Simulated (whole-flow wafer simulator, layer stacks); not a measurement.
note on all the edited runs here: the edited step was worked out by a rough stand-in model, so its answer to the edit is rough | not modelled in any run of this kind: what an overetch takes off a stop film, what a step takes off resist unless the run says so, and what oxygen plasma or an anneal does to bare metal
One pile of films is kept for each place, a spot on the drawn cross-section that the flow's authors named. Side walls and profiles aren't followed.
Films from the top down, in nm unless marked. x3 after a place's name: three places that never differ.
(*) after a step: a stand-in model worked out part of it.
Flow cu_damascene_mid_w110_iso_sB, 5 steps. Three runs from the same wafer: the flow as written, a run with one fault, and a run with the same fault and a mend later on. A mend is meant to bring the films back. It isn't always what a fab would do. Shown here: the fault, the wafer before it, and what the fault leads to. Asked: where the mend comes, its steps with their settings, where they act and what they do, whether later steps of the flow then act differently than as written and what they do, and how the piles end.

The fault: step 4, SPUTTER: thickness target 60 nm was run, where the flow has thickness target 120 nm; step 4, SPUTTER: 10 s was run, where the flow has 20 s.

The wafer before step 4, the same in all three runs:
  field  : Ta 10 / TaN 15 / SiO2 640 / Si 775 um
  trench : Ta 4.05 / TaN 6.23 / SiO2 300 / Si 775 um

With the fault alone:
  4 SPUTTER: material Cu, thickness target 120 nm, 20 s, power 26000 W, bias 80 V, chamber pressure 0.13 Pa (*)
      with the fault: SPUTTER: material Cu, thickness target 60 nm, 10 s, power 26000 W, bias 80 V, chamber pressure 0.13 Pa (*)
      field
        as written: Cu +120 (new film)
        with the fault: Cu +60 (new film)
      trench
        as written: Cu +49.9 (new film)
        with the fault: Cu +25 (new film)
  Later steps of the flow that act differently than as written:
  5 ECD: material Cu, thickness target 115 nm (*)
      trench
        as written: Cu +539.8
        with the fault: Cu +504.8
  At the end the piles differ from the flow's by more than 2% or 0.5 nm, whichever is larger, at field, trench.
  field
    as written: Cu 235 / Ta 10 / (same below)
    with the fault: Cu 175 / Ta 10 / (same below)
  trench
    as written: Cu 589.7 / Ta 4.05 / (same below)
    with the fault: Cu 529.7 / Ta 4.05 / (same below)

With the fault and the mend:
  The mend comes after step 4.
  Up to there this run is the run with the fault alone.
  4a SPUTTER: material Cu, thickness target 60 nm, 10 s, power 26000 W, bias 80 V, chamber pressure 0.13 Pa (*) (the flow's step 4 once more, with other settings)
      field
        Cu +60
      trench
        Cu +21
  No later step of the flow acts differently than as written, at any place that is followed, by more than 2% or 0.5 nm, whichever is larger.
  At the end the piles are the same as the flow's at every place that both follow.
